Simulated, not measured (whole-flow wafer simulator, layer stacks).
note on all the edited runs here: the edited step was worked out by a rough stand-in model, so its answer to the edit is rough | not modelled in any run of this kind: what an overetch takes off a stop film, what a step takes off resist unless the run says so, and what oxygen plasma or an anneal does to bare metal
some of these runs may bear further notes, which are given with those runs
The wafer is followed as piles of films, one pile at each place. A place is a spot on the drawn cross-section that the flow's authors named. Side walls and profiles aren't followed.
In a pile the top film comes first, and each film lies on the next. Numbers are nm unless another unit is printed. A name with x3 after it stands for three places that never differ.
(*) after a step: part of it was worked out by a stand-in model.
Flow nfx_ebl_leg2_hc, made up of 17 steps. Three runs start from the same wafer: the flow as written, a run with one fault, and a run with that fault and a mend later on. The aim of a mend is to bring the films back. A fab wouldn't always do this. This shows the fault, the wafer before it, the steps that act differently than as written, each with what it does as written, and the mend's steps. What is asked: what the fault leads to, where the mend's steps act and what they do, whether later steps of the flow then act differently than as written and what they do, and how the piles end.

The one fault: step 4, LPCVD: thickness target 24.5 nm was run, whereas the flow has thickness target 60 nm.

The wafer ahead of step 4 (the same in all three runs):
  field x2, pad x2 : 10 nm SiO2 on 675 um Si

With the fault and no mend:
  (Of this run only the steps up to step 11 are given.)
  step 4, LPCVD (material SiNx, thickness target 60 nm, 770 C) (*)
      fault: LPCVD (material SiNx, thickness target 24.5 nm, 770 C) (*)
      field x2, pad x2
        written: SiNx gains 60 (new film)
        fault: SiNx gains 24.5 (new film)
  None of the later steps of the flow up to step 11 acts differently than as written at any place that is followed.
  The piles after step 11 differ from the flow's at field x2, pad x2 by more than 2% or 0.5 nm, whichever is larger.
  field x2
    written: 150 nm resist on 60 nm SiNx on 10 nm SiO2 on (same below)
    fault: 150 nm resist on 24.5 nm SiNx on 10 nm SiO2 on (same below)
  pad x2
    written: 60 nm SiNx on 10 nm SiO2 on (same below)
    fault: 24.5 nm SiNx on 10 nm SiO2 on (same below)

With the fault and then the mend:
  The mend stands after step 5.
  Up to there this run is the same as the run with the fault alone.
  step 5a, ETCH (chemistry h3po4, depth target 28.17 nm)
      field x2, pad x2
        SiNx loses 24.5 (all of it)
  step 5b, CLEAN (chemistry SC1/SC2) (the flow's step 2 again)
      does not change any film at any place that is followed
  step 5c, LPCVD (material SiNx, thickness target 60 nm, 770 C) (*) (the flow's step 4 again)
      field x2, pad x2
        SiNx gains 60 (new film)
  None of the later steps of the flow acts differently than as written at any place that is followed.
  By the end, the piles equal the flow's at every place that both follow.
